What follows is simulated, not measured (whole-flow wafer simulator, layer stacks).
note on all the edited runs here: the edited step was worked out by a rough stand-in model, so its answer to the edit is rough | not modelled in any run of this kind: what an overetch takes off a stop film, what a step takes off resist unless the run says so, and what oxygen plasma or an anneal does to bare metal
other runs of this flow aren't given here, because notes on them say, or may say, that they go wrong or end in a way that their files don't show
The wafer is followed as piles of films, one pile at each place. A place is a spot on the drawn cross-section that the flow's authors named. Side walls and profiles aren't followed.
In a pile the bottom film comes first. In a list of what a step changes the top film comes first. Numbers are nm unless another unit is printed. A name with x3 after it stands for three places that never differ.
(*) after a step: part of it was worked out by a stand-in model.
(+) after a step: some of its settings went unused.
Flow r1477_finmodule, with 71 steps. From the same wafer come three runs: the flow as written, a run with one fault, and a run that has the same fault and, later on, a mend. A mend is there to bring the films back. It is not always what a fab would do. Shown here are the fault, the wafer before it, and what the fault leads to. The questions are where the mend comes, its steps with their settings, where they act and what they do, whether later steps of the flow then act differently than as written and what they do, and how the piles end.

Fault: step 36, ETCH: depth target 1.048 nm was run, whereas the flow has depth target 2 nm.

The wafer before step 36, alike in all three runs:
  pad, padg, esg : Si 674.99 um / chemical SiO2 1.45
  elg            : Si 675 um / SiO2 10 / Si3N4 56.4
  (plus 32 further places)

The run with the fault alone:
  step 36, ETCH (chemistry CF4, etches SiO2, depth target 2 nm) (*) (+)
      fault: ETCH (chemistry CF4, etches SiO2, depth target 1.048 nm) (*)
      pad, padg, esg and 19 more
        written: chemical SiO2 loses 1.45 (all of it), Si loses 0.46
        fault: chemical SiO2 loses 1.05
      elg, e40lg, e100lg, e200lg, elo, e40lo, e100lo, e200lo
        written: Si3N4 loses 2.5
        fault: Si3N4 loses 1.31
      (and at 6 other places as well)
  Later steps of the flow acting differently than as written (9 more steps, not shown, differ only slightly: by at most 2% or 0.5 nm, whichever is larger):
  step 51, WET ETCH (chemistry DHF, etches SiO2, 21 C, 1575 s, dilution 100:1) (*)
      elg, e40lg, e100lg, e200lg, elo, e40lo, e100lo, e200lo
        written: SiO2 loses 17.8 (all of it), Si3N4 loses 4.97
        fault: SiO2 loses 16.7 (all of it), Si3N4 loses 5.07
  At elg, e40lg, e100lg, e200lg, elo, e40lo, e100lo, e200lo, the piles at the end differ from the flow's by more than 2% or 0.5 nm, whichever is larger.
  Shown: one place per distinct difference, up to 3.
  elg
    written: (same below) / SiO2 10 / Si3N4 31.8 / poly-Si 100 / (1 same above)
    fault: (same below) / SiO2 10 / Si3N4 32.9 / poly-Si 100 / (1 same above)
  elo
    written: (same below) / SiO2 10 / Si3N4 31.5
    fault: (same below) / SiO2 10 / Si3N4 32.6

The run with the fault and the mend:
  The mend follows step 36.
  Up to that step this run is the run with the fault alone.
  step 36a, ETCH (chemistry CF4, etches SiO2, depth target 0.952 nm) (*) (+) (the flow's step 36 again, with other settings)
      pad, padg, esg and 19 more
        chemical SiO2 loses 0.4 (all of it), Si loses 0.46
      elg, e40lg, e100lg, e200lg, elo, e40lo, e100lo, e200lo
        Si3N4 loses 1.19
      s40sg_line, s45sg_line, s50sg_line, s40so_line, s45so_line, s50so_line
        SiO2 loses 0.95
  Every later step of the flow that is run acts as written at every place that is followed.
  By the end, the piles equal the flow's at every place that both follow.
